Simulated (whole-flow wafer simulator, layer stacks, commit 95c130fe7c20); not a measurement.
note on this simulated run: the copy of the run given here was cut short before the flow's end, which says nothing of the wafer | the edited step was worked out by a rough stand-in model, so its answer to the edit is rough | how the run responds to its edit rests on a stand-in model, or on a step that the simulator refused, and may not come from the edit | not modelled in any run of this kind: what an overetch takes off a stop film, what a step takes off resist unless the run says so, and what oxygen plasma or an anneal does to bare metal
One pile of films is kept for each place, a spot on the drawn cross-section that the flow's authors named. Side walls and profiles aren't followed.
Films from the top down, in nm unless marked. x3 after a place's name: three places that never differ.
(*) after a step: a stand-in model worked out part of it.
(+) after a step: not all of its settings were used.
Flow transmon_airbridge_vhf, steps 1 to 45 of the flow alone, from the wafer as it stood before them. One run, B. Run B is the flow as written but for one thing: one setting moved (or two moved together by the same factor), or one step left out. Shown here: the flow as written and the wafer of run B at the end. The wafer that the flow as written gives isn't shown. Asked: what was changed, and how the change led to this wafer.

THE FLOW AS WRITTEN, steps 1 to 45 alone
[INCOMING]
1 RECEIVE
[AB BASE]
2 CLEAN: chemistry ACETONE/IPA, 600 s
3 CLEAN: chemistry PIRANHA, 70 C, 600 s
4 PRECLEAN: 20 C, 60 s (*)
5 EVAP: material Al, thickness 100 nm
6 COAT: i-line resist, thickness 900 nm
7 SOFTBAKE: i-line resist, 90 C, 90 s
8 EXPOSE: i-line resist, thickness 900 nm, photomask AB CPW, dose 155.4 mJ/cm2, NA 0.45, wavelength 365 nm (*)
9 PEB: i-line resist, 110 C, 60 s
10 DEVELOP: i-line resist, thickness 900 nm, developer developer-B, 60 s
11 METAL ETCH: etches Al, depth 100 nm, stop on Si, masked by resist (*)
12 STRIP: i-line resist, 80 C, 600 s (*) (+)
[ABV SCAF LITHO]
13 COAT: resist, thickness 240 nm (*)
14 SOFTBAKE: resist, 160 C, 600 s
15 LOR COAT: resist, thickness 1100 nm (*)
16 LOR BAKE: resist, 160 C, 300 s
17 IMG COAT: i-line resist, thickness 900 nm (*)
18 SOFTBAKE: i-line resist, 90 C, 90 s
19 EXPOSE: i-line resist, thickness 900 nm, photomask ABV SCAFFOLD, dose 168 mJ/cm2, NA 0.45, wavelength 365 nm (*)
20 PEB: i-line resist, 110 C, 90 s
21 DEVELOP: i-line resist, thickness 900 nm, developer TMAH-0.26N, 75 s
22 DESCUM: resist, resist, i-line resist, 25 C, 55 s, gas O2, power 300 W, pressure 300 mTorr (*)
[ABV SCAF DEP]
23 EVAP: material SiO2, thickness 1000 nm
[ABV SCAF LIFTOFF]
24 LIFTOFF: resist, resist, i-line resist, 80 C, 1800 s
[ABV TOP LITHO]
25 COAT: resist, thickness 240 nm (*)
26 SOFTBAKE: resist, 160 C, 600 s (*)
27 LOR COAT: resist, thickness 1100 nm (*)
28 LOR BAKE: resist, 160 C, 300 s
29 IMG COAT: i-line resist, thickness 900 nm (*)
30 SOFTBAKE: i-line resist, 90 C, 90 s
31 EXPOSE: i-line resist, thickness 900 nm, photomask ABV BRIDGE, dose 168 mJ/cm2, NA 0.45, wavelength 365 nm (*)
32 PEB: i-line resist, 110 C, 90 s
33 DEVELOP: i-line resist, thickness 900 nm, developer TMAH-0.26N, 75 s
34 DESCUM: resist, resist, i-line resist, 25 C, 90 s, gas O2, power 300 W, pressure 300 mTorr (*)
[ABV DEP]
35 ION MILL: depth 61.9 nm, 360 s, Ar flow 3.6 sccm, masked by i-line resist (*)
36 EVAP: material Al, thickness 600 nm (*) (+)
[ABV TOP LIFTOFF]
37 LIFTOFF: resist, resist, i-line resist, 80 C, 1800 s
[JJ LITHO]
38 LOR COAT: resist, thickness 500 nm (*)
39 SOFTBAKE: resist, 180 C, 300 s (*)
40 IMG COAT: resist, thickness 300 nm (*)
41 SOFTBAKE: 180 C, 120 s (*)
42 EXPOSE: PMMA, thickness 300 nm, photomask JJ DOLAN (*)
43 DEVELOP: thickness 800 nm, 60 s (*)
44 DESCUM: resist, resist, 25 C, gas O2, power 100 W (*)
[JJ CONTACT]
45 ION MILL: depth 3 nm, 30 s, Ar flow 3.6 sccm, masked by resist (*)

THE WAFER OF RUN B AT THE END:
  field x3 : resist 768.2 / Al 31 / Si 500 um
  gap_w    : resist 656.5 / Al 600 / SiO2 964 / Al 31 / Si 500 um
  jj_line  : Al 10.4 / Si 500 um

The cause: step 11, METAL ETCH: depth 69 nm was run, where the flow has depth 100 nm.

How the change led to this, step by step:
  11 METAL ETCH: etches Al, depth 100 nm, stop on Si, masked by resist (*)
      field x3, jj_line, gap_w, gap_e: Al -69 (as written it would be: Al -100 (all of it))
      ground_far, pad_w, flank_w and 8 more: i-line resist -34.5 (as written it would be: i-line resist -50)
  13 COAT: resist, thickness 240 nm (*)
      flank_w, flank_e: resist +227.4 (new film) (as written it would be: resist +222.3 (new film))
  22 DESCUM: resist, resist, i-line resist, 25 C, 55 s, gas O2, power 300 W, pressure 300 mTorr (*)
      flank_w, flank_e: resist -227.4 (all of it) (as written it would be: resist -222.3 (all of it))
  40 IMG COAT: resist, thickness 300 nm (*)
      flank_w, flank_e: resist +216.5 (as written it would be: resist +212.1)
  45 ION MILL: depth 3 nm, 30 s, Ar flow 3.6 sccm, masked by resist (*)
      jj_line: Al -20.6 (as written it would be: Si -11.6)
Counting metal films that touch as one body, field x3 has 1 body; the flow as written gives 0 bodies.
Counting metal films that touch as one body, gap_w has 2 bodies (between them, from the top down: SiO2 964); the flow as written gives 1 body.
Counting metal films that touch as one body, jj_line has 1 body; the flow as written gives 0 bodies.
